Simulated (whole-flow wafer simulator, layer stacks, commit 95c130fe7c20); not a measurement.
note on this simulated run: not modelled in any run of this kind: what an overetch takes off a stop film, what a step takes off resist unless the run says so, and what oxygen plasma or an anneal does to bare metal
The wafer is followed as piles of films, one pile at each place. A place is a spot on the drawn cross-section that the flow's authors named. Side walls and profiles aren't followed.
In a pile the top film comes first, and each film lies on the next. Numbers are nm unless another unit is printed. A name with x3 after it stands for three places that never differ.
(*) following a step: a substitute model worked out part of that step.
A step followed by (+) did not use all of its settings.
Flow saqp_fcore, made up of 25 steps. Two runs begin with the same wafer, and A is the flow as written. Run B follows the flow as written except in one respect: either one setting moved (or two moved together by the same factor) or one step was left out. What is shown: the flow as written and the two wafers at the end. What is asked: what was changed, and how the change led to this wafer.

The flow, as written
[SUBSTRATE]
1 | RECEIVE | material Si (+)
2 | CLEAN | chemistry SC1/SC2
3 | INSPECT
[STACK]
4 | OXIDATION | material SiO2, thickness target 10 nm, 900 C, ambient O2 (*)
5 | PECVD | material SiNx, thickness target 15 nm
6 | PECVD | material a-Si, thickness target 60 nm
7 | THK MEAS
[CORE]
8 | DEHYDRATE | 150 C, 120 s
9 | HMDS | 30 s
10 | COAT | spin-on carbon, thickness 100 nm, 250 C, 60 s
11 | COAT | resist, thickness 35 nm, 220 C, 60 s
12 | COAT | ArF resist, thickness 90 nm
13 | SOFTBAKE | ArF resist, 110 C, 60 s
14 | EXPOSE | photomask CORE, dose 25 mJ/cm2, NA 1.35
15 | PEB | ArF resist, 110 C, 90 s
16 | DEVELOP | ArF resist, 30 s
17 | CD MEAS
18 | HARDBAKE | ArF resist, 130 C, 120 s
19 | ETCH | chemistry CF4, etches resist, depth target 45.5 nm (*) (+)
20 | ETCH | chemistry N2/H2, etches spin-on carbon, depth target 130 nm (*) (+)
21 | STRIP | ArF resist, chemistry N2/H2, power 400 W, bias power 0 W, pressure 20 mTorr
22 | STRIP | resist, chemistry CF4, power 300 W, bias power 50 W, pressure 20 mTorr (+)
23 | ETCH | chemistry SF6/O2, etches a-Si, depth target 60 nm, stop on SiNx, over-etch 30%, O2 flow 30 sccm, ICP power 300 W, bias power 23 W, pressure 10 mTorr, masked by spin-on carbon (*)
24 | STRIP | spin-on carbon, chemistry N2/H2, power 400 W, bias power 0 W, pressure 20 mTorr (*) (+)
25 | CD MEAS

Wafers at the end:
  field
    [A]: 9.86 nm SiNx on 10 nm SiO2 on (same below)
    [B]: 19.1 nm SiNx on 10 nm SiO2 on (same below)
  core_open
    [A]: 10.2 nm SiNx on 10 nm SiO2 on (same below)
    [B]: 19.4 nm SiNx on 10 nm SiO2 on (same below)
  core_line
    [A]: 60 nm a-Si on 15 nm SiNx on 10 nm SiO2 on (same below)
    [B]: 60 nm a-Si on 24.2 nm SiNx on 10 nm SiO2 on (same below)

Cause: step 5, PECVD: thickness target 24.2 nm was run, whereas the flow has thickness target 15 nm.
The wafer lets one read it off: core_line has SiNx 24.2, and step 5 as written asks for 15 nm.

The path from the change to this, step by step:
  5 | PECVD | material SiNx, thickness target 15 nm
      field, core_open, core_line: A SiNx gains 15 (new film) | B SiNx gains 24.2 (new film)
